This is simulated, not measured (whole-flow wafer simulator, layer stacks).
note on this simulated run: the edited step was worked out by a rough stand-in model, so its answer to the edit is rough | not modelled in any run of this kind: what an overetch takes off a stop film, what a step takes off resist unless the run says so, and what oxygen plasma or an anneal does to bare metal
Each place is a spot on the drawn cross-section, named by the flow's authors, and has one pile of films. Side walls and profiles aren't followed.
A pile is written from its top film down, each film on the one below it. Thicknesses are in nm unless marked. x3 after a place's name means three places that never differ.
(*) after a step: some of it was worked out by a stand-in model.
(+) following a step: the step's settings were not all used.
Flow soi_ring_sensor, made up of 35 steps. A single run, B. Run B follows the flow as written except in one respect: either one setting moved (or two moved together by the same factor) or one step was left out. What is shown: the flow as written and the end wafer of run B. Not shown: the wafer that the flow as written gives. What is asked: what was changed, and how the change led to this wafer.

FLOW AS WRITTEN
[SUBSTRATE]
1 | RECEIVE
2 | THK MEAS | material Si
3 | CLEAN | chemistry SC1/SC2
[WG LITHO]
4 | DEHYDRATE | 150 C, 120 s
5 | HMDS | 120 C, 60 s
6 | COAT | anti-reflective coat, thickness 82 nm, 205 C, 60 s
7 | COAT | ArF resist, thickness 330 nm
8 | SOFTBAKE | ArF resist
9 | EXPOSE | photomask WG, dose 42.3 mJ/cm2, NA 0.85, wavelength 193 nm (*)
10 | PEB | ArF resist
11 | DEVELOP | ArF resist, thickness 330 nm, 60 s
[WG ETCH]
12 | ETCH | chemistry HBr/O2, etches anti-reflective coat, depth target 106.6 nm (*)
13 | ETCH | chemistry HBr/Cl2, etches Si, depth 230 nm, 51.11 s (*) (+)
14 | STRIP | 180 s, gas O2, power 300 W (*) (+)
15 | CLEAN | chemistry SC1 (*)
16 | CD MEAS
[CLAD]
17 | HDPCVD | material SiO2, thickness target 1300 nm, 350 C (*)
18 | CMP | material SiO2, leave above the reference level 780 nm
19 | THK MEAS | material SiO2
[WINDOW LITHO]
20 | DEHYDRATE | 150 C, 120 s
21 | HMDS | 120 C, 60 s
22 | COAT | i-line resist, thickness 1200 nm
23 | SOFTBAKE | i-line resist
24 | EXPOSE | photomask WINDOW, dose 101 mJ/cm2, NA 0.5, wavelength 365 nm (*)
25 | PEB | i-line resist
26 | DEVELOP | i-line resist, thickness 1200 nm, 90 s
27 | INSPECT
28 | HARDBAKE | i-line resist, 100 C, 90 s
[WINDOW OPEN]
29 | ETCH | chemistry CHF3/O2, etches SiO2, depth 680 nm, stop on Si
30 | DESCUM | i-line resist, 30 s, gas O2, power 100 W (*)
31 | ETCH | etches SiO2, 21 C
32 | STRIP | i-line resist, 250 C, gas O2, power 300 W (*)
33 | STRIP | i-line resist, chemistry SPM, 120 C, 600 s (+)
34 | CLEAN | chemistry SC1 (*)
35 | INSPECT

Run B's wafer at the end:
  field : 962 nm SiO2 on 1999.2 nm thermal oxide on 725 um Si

The reason: step 17, HDPCVD: thickness target 962 nm was run, whereas the flow has thickness target 1300 nm.

The path from the change to this, step by step:
  17 | HDPCVD | material SiO2, thickness target 1300 nm, 350 C (*)
      core, gap, window, field, core_clad, gap_clad: +962 SiO2 (new film) (as written it would have been: +1300 SiO2 (new film))
  18 | CMP | material SiO2, leave above the reference level 780 nm
      gap, window, field, gap_clad: nothing (as written it would have been: -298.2 SiO2)
      core, core_clad: -182 SiO2 (as written it would have been: -520 SiO2)
  22 | COAT | i-line resist, thickness 1200 nm
      core, core_clad: +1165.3 i-line resist (new film) (as written it would have been: +1200 i-line resist (new film))
  25 | PEB | i-line resist
      core, core_clad: -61 i-line resist (as written it would have been: -62.8 i-line resist)
  26 | DEVELOP | i-line resist, thickness 1200 nm, 90 s
      core: -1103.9 i-line resist (all of it) (as written it would have been: -1137.2 i-line resist (all of it))
  32 | STRIP | i-line resist, 250 C, gas O2, power 300 W (*)
      core_clad: -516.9 i-line resist (all of it) (as written it would have been: -550.1 i-line resist (all of it))
